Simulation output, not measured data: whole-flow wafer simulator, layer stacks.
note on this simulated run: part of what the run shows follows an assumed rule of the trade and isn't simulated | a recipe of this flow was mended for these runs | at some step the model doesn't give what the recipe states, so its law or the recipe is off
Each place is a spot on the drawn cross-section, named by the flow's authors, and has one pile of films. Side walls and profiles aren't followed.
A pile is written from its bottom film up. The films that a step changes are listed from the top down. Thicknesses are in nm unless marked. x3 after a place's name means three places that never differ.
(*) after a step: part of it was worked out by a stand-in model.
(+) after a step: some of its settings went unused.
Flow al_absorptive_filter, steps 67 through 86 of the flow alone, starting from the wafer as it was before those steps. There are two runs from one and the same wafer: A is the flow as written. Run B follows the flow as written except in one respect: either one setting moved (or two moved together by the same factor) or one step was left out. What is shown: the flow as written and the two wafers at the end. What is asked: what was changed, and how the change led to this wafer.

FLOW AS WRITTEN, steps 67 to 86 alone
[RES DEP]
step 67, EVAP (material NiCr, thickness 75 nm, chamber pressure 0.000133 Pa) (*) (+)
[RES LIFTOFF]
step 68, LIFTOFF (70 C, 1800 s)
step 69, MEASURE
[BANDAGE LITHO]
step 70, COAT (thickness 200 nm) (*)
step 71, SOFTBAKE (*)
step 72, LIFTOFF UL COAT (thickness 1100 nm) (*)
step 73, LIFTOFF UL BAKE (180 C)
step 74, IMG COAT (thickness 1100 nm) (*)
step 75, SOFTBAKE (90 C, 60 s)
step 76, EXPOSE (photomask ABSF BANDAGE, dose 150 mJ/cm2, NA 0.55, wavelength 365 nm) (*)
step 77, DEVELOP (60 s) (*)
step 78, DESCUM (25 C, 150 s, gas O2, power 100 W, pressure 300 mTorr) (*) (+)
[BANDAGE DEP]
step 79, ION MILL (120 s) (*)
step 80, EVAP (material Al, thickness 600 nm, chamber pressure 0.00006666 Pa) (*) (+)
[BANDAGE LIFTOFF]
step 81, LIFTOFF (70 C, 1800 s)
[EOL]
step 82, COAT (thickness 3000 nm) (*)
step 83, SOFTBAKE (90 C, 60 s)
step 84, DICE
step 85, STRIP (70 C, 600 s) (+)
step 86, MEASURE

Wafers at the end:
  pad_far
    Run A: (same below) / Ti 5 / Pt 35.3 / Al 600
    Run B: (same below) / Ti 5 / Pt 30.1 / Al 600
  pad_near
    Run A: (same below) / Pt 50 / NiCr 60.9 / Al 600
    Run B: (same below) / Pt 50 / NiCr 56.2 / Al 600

What caused this: step 79, ION MILL: 163 s was run, though the flow has 120 s.

The path from the change to this, step by step:
  step 79, ION MILL (120 s) (*)
      gnd, ledge, res and 9 more: A -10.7 i-line-resist | B -14.5 i-line-resist
      pad_far: A -14.7 Pt | B -19.9 Pt
      (as well as at 1 more place)
